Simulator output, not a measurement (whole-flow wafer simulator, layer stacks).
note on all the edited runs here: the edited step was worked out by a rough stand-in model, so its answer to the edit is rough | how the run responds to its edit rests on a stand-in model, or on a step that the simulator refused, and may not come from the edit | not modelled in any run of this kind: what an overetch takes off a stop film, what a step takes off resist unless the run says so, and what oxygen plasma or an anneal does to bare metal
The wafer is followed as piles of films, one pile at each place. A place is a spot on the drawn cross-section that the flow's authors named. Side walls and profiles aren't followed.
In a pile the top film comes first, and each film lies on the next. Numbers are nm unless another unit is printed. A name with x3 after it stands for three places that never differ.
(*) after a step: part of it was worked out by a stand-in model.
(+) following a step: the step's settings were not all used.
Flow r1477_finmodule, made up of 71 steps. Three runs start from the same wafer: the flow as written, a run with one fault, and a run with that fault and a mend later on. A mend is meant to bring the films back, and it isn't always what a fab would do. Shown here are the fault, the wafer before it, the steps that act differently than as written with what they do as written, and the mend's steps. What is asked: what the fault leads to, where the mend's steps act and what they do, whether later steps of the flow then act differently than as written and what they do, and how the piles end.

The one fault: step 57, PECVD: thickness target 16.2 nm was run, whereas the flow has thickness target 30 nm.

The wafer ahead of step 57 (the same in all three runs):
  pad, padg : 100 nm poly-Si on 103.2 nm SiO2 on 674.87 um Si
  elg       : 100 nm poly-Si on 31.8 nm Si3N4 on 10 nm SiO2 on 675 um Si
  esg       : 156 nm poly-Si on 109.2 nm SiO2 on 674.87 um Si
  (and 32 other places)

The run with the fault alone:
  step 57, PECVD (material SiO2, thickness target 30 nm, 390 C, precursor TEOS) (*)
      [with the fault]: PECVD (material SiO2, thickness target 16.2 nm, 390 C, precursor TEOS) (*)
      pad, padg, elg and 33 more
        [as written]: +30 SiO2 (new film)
        [with the fault]: +16.2 SiO2 (new film)
  Steps later in the flow that act otherwise than as written (not shown: 3 more steps that differ only slightly, by at most 2% or 0.5 nm, whichever is larger):
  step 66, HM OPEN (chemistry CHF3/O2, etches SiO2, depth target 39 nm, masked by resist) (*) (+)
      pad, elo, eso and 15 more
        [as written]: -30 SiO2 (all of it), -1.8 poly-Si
        [with the fault]: -16.2 SiO2 (all of it), -1.62 poly-Si
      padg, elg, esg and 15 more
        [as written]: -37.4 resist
        [with the fault]: -23.3 resist
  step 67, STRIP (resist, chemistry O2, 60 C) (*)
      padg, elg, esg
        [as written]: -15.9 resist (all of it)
        [with the fault]: -30 resist (all of it)
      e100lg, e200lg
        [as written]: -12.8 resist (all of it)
        [with the fault]: -26.9 resist (all of it)
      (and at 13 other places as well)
  The piles end different from the flow's at padg, elg, esg and 15 more by more than 2% or 0.5 nm, whichever is larger.
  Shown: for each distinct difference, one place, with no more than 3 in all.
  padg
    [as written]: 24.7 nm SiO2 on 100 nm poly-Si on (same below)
    [with the fault]: 10.9 nm SiO2 on 100 nm poly-Si on (same below)
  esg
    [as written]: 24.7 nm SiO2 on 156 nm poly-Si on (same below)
    [with the fault]: 10.9 nm SiO2 on 156 nm poly-Si on (same below)
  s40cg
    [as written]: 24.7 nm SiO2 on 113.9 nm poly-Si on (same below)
    [with the fault]: 10.9 nm SiO2 on 113.9 nm poly-Si on (same below)

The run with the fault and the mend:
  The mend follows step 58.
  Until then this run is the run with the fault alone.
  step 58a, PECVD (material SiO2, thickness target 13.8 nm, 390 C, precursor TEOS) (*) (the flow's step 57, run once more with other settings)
      pad, padg, elg and 33 more
        +13.8 SiO2
  None of the later steps of the flow acts differently than as written at any place that is followed.
  At every place that both follow, the piles at the end match the flow's.
